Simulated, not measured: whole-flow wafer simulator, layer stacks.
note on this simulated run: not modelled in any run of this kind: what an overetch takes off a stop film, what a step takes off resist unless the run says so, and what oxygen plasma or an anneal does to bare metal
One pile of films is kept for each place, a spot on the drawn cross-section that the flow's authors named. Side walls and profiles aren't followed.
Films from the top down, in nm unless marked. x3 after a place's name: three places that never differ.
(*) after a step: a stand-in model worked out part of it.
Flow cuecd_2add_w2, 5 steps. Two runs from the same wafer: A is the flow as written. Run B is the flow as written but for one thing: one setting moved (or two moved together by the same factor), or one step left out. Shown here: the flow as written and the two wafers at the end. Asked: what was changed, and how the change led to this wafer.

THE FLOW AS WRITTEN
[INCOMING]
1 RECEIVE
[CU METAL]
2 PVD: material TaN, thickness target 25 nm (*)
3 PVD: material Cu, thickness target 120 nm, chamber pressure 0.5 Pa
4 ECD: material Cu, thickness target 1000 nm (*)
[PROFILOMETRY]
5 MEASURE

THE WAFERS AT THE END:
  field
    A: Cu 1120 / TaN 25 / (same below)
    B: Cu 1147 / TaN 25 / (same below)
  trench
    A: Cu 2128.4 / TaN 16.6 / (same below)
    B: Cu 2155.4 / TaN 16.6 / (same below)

The cause: step 3, PVD: thickness target 147 nm was run, where the flow has thickness target 120 nm.

How the change led to this, step by step:
  3 PVD: material Cu, thickness target 120 nm, chamber pressure 0.5 Pa
      field: A Cu +120 (new film) | B Cu +147 (new film)
      trench: A Cu +80.8 (new film) | B Cu +98.8 (new film)
